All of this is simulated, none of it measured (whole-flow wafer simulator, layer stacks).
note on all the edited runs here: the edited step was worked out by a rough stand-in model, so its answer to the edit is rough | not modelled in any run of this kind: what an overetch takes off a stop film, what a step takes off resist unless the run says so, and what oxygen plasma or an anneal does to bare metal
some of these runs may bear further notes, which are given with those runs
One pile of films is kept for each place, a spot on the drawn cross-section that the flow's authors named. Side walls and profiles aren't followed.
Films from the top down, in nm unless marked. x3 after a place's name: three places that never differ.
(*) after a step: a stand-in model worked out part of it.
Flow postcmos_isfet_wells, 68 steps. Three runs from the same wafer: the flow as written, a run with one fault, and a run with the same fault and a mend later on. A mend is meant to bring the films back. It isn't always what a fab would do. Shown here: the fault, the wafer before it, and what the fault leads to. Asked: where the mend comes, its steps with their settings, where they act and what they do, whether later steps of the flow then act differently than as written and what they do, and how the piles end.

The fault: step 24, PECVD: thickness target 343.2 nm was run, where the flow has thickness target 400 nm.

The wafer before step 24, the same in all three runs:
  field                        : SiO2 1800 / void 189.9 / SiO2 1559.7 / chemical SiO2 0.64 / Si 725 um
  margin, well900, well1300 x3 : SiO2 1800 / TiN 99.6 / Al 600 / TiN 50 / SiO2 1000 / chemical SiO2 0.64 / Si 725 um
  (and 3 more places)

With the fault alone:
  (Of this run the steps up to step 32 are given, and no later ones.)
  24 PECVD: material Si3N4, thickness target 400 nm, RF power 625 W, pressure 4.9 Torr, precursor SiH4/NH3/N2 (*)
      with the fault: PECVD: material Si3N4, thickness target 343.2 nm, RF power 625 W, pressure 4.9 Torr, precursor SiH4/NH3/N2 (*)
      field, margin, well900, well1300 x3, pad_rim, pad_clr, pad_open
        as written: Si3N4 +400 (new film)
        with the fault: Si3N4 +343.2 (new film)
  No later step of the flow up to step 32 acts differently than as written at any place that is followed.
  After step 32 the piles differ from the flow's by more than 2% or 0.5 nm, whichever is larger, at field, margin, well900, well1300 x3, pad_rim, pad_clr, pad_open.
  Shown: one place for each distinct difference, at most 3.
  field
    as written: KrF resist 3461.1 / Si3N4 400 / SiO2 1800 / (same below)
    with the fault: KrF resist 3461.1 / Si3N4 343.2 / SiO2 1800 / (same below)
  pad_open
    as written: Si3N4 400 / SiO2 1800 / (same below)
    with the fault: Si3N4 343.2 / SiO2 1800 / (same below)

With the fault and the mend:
  The mend comes after step 24.
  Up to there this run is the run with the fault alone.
  24a ETCH: chemistry h3po4, depth target 394.7 nm
      field, margin, well900, well1300 x3, pad_rim, pad_clr, pad_open
        Si3N4 -343.2 (all of it)
  24b PECVD: material Si3N4, thickness target 400 nm, RF power 625 W, pressure 4.9 Torr, precursor SiH4/NH3/N2 (*) (the flow's step 24 once more)
      field, margin, well900, well1300 x3, pad_rim, pad_clr, pad_open
        Si3N4 +400 (new film)
  No later step of the flow acts differently than as written at any place that is followed.
  At the end the piles are the same as the flow's at every place that both follow.
